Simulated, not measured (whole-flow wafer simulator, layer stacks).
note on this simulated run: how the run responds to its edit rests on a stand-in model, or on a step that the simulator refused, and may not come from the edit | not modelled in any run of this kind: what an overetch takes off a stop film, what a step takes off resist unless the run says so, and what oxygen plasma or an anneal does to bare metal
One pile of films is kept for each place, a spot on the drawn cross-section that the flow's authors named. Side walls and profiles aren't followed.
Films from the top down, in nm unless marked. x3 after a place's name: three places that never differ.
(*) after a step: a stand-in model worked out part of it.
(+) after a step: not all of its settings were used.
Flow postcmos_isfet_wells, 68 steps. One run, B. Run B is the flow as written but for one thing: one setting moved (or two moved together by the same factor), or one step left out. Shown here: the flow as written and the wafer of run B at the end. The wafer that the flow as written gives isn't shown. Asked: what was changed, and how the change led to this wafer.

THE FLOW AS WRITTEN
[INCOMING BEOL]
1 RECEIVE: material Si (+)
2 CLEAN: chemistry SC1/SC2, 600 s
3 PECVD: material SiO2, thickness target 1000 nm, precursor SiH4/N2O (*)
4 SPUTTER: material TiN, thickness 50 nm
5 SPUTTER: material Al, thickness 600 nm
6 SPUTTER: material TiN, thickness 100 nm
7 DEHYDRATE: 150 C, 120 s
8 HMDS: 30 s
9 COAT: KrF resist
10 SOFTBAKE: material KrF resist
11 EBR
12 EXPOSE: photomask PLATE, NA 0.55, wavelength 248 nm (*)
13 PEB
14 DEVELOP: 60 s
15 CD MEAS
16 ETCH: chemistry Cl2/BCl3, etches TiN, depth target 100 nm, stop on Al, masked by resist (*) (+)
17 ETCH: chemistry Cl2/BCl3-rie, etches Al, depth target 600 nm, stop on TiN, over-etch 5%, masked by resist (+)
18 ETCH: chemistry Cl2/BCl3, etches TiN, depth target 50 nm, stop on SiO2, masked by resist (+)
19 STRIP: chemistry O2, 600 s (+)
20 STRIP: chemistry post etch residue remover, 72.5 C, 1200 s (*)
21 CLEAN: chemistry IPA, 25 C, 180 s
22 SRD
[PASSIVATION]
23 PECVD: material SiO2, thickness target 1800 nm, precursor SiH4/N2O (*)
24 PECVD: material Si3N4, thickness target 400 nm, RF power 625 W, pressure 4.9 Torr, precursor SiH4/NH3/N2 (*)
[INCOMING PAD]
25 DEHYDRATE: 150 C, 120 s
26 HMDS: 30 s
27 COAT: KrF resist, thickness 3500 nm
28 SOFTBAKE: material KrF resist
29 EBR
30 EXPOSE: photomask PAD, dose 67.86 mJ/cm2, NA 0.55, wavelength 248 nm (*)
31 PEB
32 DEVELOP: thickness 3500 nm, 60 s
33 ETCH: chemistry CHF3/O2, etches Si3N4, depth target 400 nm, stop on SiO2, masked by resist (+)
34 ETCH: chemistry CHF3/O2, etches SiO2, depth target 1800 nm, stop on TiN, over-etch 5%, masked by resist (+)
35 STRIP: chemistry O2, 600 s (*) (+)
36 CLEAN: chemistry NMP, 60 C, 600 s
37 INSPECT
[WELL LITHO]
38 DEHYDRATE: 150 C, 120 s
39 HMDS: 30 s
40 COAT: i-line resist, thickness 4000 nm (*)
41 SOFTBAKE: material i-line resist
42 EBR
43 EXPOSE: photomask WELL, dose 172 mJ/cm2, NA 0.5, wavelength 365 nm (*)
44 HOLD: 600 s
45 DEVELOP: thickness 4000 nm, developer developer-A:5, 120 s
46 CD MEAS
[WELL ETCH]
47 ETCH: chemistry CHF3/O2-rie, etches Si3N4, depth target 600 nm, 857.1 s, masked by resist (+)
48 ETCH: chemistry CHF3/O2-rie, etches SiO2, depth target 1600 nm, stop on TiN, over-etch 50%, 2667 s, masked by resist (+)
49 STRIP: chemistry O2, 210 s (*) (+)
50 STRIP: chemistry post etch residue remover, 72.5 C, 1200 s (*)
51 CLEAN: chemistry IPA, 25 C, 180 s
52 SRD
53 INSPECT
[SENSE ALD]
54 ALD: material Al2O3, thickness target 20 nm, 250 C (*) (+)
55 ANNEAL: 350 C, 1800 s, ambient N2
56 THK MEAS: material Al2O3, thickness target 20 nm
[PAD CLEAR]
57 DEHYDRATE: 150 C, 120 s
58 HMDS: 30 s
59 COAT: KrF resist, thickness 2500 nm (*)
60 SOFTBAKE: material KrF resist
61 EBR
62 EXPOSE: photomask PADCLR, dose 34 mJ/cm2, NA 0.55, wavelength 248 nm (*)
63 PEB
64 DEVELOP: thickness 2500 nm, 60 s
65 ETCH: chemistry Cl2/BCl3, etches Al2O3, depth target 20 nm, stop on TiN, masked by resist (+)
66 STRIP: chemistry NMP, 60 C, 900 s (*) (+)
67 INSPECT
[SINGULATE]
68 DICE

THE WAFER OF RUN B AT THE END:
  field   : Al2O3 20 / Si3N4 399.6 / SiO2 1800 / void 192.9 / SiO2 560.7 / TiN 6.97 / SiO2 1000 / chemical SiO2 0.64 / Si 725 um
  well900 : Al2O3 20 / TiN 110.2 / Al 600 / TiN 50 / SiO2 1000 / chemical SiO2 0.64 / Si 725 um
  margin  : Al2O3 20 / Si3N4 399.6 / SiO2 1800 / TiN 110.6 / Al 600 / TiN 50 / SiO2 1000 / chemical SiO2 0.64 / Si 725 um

The cause: step 6, SPUTTER: thickness 111 nm was run, where the flow has thickness 100 nm.

How the change led to this, step by step:
  6 SPUTTER: material TiN, thickness 100 nm
      field, margin, well900, well1300 x3, pad_rim, pad_clr, pad_open: TiN +111 (new film) (as written it would be: TiN +100 (new film))
  16 ETCH: chemistry Cl2/BCl3, etches TiN, depth target 100 nm, stop on Al, masked by resist (*) (+)
      field: TiN -100 (as written it would be: TiN -100 (all of it))
  17 ETCH: chemistry Cl2/BCl3-rie, etches Al, depth target 600 nm, stop on TiN, over-etch 5%, masked by resist (+)
      field: TiN -11 (all of it), Al -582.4 (as written it would be: Al -600 (all of it))
  18 ETCH: chemistry Cl2/BCl3, etches TiN, depth target 50 nm, stop on SiO2, masked by resist (+)
      field: Al -17.6 (all of it), TiN -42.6 (as written it would be: TiN -50 (all of it))
  23 PECVD: material SiO2, thickness target 1800 nm, precursor SiH4/N2O (*)
      field: SiO2 +1800 (new film), void +192.9 (new film), SiO2 +560.7 (new film) (as written it would be: SiO2 +1800 (new film), void +189.9 (new film), SiO2 +559.7)
Counting metal films that touch as one body, field has 1 body; the flow as written gives 0 bodies.
